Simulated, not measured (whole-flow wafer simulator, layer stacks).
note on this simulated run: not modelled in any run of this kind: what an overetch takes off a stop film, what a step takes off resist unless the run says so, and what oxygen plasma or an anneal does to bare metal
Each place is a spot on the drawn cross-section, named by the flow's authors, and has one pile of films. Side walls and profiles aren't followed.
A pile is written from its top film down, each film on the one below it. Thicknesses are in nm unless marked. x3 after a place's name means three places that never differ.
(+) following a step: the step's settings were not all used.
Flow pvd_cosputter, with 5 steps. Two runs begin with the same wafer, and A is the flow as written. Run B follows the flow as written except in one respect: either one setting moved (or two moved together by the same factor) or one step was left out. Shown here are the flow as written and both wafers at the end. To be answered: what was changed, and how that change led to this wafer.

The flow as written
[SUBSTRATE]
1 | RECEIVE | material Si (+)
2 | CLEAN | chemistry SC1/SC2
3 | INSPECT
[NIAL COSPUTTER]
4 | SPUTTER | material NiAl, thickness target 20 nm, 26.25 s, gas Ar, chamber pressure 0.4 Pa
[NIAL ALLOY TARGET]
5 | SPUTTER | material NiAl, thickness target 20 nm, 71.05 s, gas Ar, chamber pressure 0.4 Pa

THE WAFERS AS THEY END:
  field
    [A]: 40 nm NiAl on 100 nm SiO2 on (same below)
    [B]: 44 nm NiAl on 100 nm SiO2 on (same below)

What caused this: step 5, SPUTTER: thickness target 24 nm was run, while the flow as written has thickness target 20 nm; step 5, SPUTTER: 85.26 s was run, where the flow has 71.05 s.

Step by step, how the change led to this:
  5 | SPUTTER | material NiAl, thickness target 20 nm, 71.05 s, gas Ar, chamber pressure 0.4 Pa
      field: A +20 NiAl | B +24 NiAl
